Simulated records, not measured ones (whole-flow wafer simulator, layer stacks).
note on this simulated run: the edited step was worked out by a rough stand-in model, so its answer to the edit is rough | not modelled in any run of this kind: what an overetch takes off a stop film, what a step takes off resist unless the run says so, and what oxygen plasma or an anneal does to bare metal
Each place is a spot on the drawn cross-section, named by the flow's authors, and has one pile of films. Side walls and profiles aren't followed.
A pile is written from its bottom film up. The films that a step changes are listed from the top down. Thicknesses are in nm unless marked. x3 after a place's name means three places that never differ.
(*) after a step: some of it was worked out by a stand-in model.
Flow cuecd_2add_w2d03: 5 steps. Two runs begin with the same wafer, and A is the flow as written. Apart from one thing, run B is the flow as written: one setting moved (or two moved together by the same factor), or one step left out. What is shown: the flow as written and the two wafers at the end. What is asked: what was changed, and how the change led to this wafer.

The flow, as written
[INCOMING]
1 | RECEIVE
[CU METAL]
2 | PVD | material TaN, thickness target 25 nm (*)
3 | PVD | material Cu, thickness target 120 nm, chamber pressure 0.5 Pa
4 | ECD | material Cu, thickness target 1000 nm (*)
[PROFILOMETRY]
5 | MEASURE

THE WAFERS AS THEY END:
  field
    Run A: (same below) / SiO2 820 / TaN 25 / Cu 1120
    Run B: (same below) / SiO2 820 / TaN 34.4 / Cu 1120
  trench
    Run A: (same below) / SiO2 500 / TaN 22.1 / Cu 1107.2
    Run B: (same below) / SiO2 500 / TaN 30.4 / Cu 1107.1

The reason: step 2, PVD: thickness target 34.4 nm was run, though the flow has thickness target 25 nm.
One can read it off the wafer: field has TaN 34.4, and step 2 as written asks for 25 nm.

How this came from the change, step by step:
  2 | PVD | material TaN, thickness target 25 nm (*)
      field: A +25 TaN (new film) | B +34.4 TaN (new film)
      trench: A +22.1 TaN (new film) | B +30.4 TaN (new film)
